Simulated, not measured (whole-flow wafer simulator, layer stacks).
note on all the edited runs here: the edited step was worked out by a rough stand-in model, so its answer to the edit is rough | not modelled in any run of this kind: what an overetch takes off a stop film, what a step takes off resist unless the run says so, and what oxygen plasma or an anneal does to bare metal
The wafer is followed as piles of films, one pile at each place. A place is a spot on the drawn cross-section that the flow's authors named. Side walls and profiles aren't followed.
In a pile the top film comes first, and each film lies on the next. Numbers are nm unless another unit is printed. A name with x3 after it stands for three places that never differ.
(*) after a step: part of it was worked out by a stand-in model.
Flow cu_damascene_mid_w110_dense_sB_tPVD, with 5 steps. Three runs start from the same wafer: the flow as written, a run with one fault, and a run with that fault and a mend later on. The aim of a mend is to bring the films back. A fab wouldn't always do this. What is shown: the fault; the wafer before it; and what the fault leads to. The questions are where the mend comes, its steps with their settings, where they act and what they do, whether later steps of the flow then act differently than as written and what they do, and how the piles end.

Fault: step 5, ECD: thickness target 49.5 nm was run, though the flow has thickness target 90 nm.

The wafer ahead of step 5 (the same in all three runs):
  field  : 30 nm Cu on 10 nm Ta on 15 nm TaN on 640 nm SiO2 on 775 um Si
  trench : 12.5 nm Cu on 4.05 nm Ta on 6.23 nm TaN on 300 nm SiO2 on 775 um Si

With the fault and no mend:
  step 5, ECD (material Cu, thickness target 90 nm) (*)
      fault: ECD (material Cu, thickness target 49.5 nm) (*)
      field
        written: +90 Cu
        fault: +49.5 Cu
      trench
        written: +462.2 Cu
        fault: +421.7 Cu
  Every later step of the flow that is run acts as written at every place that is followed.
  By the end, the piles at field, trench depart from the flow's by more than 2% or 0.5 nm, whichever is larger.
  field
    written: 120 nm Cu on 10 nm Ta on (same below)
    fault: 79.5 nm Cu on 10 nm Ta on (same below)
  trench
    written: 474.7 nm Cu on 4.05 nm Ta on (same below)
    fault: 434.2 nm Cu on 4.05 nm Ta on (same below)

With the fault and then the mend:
  The mend stands after step 5.
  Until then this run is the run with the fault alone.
  step 5a, ECD (material Cu, thickness target 40.5 nm) (the flow's step 5 again, with other settings)
      field, trench
        +40.5 Cu
  Every later step of the flow that is run acts as written at every place that is followed.
  By the end, the piles equal the flow's at every place that both follow.
